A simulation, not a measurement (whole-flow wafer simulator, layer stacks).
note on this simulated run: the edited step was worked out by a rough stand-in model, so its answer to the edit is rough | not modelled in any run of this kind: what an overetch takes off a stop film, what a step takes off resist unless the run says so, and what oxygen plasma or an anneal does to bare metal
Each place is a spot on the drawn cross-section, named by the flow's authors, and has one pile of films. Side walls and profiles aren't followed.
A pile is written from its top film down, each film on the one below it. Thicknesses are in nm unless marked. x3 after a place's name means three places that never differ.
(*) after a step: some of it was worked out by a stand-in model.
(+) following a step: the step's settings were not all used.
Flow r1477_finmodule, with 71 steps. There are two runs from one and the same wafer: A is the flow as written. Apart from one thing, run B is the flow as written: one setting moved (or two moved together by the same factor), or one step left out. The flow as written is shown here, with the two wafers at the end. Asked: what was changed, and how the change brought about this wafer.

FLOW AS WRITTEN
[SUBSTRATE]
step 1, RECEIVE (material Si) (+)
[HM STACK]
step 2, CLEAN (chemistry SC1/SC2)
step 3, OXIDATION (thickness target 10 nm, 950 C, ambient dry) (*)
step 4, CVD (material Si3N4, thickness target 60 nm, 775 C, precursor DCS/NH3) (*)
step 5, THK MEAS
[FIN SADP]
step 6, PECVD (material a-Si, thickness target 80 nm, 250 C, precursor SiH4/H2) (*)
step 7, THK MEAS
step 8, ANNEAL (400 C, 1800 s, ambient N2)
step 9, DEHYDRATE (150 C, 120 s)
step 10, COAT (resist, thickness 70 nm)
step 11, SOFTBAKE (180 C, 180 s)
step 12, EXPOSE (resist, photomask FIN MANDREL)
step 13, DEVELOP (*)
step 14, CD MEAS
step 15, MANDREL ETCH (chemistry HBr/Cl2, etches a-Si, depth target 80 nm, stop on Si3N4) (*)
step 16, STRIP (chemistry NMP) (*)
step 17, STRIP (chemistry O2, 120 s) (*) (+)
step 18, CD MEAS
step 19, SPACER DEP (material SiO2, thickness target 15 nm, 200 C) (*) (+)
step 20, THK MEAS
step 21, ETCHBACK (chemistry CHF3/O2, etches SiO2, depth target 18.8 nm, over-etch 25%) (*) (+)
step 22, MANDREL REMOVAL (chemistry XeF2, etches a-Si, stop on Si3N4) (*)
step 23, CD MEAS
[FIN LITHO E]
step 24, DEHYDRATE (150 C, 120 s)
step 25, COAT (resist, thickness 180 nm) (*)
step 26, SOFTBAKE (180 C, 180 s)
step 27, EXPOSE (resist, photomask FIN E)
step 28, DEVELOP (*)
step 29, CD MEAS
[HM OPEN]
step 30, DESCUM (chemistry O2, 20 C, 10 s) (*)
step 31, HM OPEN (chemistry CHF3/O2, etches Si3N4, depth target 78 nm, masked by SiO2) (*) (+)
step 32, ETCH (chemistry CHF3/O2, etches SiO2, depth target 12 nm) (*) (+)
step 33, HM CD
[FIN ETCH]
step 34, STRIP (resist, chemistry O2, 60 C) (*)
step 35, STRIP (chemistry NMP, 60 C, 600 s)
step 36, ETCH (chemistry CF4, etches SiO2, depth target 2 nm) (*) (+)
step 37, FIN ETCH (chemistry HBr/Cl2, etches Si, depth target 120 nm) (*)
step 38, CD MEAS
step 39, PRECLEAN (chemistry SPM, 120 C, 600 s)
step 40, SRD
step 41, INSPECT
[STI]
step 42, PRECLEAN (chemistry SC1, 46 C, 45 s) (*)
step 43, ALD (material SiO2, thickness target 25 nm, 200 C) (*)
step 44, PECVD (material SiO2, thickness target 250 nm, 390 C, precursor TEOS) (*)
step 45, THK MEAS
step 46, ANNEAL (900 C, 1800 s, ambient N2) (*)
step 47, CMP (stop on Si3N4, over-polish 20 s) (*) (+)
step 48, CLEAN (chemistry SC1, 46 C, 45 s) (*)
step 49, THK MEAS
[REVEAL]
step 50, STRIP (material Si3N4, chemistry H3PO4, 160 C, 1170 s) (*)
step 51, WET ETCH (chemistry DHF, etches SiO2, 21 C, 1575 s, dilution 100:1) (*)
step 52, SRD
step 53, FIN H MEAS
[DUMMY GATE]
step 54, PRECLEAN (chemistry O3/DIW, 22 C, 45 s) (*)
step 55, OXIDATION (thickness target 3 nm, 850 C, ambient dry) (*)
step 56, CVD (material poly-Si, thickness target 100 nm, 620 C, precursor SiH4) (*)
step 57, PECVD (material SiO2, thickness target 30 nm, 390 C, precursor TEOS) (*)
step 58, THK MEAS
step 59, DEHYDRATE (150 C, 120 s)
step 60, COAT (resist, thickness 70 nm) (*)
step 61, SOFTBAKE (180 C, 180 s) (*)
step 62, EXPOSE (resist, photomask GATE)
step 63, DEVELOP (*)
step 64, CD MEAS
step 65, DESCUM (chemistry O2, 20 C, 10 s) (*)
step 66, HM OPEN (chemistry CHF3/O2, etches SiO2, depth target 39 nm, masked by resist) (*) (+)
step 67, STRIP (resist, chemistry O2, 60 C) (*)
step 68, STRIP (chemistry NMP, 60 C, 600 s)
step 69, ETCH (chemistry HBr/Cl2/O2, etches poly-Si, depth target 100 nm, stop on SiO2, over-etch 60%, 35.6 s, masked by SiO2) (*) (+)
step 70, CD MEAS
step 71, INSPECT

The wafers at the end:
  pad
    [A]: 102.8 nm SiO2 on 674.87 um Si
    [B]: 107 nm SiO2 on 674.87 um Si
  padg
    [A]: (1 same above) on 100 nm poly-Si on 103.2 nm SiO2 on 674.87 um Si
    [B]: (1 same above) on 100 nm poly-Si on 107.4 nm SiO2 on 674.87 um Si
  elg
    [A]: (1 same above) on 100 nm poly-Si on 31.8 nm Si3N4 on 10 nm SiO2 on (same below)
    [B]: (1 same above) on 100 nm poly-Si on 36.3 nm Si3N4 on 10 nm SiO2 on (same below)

The reason: step 4, CVD: thickness target 64.5 nm was run, while the flow as written has thickness target 60 nm.

The path from the change to this, step by step:
  step 4, CVD (material Si3N4, thickness target 60 nm, 775 C, precursor DCS/NH3) (*)
      pad, padg, elg and 33 more: A Si3N4 gains 60 (new film) | B Si3N4 gains 64.5 (new film)
  step 31, HM OPEN (chemistry CHF3/O2, etches Si3N4, depth target 78 nm, masked by SiO2) (*) (+)
      pad, padg, esg and 13 more: A Si3N4 loses 56.4 (all of it), SiO2 loses 10 (all of it) | B Si3N4 loses 60.9 (all of it), SiO2 loses 8.56
      s40cg, s45cg, s50cg, s40co, s45co, s50co: A Si3N4 loses 60 (all of it), SiO2 loses 9 | B Si3N4 loses 64.5 (all of it), SiO2 loses 6.75
  step 32, ETCH (chemistry CHF3/O2, etches SiO2, depth target 12 nm) (*) (+)
      pad, padg, e40sg and 11 more: A Si loses 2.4 | B SiO2 loses 1.44 (all of it), Si loses 2.11
      esg, eso: A Si loses 1.77 | B SiO2 loses 1.44 (all of it), Si loses 2.11
      (and at 6 other places as well)
  step 43, ALD (material SiO2, thickness target 25 nm, 200 C) (*)
      esg: A SiO2 gains 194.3 (new film) | B SiO2 gains 199.1 (new film)
  step 47, CMP (stop on Si3N4, over-polish 20 s) (*) (+)
      pad, padg, e40sg and 11 more: A SiO2 loses 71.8 | B SiO2 loses 67.5
      eso: A SiO2 loses 72.4 | B SiO2 loses 67.5
  step 50, STRIP (material Si3N4, chemistry H3PO4, 160 C, 1170 s) (*)
      s40sg_line, s45sg_line, s50sg_line, s40so_line, s45so_line, s50so_line: A Si3N4 loses 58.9 (all of it), SiO2 loses 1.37 | B Si3N4 loses 63.4 (all of it), SiO2 loses 1.23
  step 56, CVD (material poly-Si, thickness target 100 nm, 620 C, precursor SiH4) (*)
      s40cg, s40co: A poly-Si gains 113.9 (new film) | B poly-Si gains 109.4 (new film)
      s45cg, s45co: A poly-Si gains 113.4 (new film) | B poly-Si gains 108.9 (new film)
      (and at 2 other places as well)
  step 60, COAT (resist, thickness 70 nm) (*)
      s40sg, s40so: A resist gains 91 (new film) | B resist gains 86.7 (new film)
      s45sg, s45so: A resist gains 91 (new film) | B resist gains 86.6 (new film)
      (and at 2 other places as well)
  step 63, DEVELOP (*)
      s40so: A resist loses 91 (all of it) | B resist loses 86.7 (all of it)
      s45so: A resist loses 91 (all of it) | B resist loses 86.6 (all of it)
      (and at 1 other place as well)
  step 67, STRIP (resist, chemistry O2, 60 C) (*)
      s40sg: A resist loses 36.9 (all of it) | B resist loses 32.6 (all of it)
      s45sg: A resist loses 36.9 (all of it) | B resist loses 32.5 (all of it)
      (and at 1 other place as well)
  step 69, ETCH (chemistry HBr/Cl2/O2, etches poly-Si, depth target 100 nm, stop on SiO2, over-etch 60%, 35.6 s, masked by SiO2) (*) (+)
      s40co: A chemical SiO2 loses 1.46 (all of it), poly-Si loses 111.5 (all of it), SiO2 loses 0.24 | B chemical SiO2 loses 1.46 (all of it), poly-Si loses 107 (all of it), SiO2 loses 0.27
      s45co: A chemical SiO2 loses 1.46 (all of it), poly-Si loses 110.9 (all of it), SiO2 loses 0.25 | B chemical SiO2 loses 1.46 (all of it), poly-Si loses 106.4 (all of it), SiO2 loses 0.27
      (and at 1 other place as well)
